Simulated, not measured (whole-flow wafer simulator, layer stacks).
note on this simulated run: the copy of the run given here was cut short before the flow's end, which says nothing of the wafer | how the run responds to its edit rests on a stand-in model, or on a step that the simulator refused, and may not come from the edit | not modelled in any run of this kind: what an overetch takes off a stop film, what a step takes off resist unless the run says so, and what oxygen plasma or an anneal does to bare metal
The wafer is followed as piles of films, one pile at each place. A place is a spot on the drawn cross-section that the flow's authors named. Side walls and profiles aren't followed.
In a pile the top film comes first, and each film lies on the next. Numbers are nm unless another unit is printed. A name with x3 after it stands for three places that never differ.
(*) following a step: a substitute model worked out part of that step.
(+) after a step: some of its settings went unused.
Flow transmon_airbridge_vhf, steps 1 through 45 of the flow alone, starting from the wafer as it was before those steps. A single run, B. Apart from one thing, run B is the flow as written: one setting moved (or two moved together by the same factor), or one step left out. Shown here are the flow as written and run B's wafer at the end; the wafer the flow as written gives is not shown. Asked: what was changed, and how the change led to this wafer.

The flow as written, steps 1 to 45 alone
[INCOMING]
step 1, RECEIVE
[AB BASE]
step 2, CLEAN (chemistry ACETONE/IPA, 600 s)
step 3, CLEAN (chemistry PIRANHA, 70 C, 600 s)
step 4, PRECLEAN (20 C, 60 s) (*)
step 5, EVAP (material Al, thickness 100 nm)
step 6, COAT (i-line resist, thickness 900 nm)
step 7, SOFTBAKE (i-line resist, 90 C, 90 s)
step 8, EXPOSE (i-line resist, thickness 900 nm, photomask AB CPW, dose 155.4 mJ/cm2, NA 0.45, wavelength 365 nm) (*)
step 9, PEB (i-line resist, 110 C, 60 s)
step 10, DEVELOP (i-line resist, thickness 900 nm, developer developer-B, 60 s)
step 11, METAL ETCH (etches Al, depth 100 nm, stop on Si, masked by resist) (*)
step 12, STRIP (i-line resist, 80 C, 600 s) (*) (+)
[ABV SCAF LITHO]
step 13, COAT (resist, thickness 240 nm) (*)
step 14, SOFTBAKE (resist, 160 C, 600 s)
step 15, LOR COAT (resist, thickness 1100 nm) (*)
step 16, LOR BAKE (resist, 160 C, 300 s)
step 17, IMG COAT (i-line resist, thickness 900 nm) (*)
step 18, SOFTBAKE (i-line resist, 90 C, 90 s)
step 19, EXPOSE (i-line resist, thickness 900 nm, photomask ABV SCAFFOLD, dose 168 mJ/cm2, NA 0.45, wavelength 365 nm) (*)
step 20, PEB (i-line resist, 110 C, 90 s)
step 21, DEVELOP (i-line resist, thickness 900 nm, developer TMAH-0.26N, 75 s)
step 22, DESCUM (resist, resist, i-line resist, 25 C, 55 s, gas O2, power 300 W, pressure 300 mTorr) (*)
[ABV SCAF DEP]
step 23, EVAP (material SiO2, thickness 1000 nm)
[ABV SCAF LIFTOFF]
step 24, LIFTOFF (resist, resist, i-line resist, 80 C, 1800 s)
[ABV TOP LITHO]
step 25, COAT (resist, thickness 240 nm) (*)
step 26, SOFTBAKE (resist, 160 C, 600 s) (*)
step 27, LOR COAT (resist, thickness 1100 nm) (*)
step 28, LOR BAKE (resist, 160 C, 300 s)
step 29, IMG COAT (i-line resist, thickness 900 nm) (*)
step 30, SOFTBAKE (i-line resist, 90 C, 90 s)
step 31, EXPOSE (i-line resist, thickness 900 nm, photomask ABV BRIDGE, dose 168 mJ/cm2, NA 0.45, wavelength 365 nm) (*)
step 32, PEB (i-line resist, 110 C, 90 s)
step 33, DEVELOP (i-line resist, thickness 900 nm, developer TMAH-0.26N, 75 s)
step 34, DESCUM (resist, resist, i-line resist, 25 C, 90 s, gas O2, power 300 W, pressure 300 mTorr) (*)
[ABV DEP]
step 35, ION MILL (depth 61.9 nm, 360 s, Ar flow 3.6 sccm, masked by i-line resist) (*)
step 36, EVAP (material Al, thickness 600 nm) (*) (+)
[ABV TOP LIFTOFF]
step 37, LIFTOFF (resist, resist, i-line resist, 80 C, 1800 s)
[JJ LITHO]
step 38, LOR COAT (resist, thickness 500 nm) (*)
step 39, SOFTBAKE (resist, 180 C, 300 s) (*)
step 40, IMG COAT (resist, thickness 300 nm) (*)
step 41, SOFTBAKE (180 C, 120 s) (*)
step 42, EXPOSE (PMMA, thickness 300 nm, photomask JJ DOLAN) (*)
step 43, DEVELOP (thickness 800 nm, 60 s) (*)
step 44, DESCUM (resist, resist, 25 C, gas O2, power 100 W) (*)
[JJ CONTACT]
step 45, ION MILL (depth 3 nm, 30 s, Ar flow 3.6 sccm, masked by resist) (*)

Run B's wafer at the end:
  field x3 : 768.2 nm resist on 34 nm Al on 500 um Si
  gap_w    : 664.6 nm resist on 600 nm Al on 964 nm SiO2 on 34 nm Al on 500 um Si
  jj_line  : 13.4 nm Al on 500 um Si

The reason: step 5, EVAP: thickness 134 nm was run, whereas the flow has thickness 100 nm.

Step by step, how the change led to this:
  step 5, EVAP (material Al, thickness 100 nm)
      field x3, jj_line, ground_far and 12 more: +134 Al (new film) (it would be, as written: +100 Al (new film))
  step 11, METAL ETCH (etches Al, depth 100 nm, stop on Si, masked by resist) (*)
      field x3, jj_line, gap_w, gap_e: -100 Al (it would be, as written: -100 Al (all of it))
  step 45, ION MILL (depth 3 nm, 30 s, Ar flow 3.6 sccm, masked by resist) (*)
      jj_line: -20.6 Al (it would be, as written: -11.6 Si)
With metal films that touch counted as one body, field x3 has 1 body; the flow as written gives 0 bodies.
With metal films that touch counted as one body, gap_w has 2 bodies (between them, from the top down: SiO2 964); the flow as written gives 1 body.
With metal films that touch counted as one body, jj_line has 1 body; the flow as written gives 0 bodies.
